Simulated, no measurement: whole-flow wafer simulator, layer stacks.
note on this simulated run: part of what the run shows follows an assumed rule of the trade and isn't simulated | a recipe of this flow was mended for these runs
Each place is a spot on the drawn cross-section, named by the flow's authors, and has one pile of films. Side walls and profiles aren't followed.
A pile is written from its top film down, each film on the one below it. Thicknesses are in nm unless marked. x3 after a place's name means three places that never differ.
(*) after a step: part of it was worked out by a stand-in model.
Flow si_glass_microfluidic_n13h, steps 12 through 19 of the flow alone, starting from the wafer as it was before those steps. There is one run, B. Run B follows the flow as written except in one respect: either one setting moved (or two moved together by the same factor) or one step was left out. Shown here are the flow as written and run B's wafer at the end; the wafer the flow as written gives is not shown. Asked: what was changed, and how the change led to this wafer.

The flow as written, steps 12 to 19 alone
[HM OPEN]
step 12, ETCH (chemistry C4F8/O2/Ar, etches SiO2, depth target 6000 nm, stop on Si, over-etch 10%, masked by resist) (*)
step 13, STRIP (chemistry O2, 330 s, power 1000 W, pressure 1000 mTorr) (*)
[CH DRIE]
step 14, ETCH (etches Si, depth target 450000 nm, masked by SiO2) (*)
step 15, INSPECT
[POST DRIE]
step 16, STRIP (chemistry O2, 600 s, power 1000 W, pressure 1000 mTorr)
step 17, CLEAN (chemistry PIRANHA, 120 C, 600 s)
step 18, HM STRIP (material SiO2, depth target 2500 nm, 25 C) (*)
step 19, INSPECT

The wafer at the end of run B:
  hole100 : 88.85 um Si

Cause: step 12, ETCH: over-etch 8.4% was run, whereas the flow has over-etch 10%.

How this came from the change, step by step:
  step 12, ETCH (chemistry C4F8/O2/Ar, etches SiO2, depth target 6000 nm, stop on Si, over-etch 10%, masked by resist) (*)
      hole100: SiO2 loses 6000 (all of it), Si loses 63 (as written it would have been: SiO2 loses 6000 (all of it), Si loses 75)
